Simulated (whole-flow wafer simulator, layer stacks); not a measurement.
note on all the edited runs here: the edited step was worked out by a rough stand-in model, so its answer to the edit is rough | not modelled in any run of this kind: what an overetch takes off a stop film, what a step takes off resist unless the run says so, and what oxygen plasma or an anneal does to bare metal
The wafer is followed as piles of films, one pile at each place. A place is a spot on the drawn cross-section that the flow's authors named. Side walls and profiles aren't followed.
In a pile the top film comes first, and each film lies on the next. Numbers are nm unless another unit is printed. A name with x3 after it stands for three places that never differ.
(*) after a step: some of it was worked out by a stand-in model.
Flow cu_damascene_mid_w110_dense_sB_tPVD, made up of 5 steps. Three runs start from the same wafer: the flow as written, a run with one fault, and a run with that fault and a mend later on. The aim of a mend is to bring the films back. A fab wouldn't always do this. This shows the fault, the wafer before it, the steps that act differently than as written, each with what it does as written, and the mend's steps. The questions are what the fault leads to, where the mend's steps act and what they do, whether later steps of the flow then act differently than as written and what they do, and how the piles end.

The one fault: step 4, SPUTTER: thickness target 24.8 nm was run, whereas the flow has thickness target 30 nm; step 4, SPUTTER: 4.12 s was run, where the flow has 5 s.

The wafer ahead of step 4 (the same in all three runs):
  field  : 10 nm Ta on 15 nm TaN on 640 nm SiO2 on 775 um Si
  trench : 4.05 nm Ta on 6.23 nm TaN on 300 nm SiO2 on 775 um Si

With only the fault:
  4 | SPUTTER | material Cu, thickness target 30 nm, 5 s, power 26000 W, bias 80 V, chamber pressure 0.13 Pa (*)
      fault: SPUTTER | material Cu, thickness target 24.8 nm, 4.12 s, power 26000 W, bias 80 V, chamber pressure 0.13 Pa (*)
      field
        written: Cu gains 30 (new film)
        fault: Cu gains 24.8 (new film)
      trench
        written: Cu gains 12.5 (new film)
        fault: Cu gains 10.3 (new film)
  None of the later steps of the flow differs from how it acts as written, at any place that is followed, by more than 2% or 0.5 nm, whichever is larger.
  At field, the piles at the end differ from the flow's by more than 2% or 0.5 nm, whichever is larger.
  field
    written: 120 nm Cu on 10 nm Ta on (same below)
    fault: 114.8 nm Cu on 10 nm Ta on (same below)

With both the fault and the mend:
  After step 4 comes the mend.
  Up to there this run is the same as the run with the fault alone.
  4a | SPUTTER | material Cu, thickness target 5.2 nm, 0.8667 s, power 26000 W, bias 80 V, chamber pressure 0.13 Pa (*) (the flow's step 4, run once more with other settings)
      field
        Cu gains 5.2
      trench
        Cu gains 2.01
  None of the later steps of the flow differs from how it acts as written, at any place that is followed, by more than 2% or 0.5 nm, whichever is larger.
  The piles end the same as the flow's at every place that both follow.
